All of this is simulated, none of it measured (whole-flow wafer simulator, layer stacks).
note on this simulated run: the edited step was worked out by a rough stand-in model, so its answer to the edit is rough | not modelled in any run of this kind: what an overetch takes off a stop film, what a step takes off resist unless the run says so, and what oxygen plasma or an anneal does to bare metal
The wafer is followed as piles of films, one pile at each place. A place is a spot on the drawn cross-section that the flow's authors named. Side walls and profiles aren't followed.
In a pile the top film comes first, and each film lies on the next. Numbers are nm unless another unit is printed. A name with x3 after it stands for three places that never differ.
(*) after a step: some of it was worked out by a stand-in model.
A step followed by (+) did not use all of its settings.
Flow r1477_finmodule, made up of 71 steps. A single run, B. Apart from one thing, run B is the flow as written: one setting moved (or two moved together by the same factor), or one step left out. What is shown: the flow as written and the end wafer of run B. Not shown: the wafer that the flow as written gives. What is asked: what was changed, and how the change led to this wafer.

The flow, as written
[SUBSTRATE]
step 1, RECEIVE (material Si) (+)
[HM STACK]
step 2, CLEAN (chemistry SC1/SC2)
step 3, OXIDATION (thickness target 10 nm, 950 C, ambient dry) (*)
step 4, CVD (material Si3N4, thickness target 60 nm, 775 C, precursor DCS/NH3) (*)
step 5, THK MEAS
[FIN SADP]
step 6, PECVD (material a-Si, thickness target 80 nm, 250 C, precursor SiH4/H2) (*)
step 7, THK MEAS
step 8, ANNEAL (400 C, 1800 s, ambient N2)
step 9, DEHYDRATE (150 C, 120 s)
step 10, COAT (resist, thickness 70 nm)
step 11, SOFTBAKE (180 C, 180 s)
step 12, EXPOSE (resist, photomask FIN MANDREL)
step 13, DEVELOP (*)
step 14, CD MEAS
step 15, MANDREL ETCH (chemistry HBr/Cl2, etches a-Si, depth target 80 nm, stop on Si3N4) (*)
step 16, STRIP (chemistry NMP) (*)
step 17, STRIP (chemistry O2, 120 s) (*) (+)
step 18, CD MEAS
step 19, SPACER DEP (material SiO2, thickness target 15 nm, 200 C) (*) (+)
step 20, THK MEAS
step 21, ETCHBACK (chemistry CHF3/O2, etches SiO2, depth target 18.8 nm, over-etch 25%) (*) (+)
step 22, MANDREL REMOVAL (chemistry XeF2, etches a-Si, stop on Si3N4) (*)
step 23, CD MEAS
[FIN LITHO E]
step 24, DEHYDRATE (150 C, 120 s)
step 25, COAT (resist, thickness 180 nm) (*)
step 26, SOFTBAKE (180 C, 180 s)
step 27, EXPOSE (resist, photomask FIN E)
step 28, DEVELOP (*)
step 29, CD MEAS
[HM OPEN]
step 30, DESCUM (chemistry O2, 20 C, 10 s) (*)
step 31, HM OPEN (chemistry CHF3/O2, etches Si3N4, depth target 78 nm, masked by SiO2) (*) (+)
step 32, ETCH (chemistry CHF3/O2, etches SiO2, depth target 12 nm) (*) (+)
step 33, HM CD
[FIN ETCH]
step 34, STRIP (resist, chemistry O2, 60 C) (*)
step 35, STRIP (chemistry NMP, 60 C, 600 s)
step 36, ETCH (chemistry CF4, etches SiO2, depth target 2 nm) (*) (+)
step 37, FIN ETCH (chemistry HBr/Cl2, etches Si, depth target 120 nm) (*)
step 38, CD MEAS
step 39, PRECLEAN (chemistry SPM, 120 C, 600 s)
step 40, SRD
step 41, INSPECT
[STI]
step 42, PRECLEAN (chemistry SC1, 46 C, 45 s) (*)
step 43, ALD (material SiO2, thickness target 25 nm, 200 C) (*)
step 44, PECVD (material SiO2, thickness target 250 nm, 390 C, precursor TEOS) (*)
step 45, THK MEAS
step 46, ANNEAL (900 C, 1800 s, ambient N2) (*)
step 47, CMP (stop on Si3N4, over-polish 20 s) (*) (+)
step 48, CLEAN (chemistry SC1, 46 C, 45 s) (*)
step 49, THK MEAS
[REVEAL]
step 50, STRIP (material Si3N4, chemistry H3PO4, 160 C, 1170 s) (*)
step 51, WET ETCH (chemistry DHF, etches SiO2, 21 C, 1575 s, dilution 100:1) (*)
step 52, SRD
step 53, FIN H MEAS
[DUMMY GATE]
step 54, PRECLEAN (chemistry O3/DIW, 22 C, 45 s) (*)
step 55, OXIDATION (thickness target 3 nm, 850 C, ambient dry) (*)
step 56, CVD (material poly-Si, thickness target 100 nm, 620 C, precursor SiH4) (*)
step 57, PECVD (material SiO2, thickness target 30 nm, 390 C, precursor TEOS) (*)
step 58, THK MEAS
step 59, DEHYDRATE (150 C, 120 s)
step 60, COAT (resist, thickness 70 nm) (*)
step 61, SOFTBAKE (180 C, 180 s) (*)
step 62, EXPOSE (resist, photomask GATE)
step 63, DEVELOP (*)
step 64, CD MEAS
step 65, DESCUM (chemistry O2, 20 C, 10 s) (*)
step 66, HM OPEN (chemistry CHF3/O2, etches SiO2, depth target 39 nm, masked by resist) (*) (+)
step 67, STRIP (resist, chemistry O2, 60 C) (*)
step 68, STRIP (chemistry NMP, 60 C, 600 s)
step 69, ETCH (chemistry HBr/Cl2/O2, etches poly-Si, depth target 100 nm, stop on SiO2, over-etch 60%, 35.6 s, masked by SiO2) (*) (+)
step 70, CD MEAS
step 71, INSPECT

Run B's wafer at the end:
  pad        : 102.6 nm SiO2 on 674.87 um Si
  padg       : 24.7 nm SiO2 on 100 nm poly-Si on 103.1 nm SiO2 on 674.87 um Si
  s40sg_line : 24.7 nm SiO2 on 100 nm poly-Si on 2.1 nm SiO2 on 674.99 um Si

What caused this: step 55, OXIDATION: thickness target 2.1 nm was run, whereas the flow has thickness target 3 nm.
The wafer itself shows it: s40sg_line has SiO2 2.1, and step 55 as written asks for 3 nm.

Step by step, how the change led to this:
  step 55, OXIDATION (thickness target 3 nm, 850 C, ambient dry) (*)
      s40sg_line, s45sg_line, s50sg_line, s40so_line, s45so_line, s50so_line: SiO2 gains 2.1 (new film), chemical SiO2 loses 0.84 (all of it), Si loses 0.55 (it would be, as written: SiO2 gains 3 (new film), chemical SiO2 loses 0.84 (all of it), Si loses 0.95)
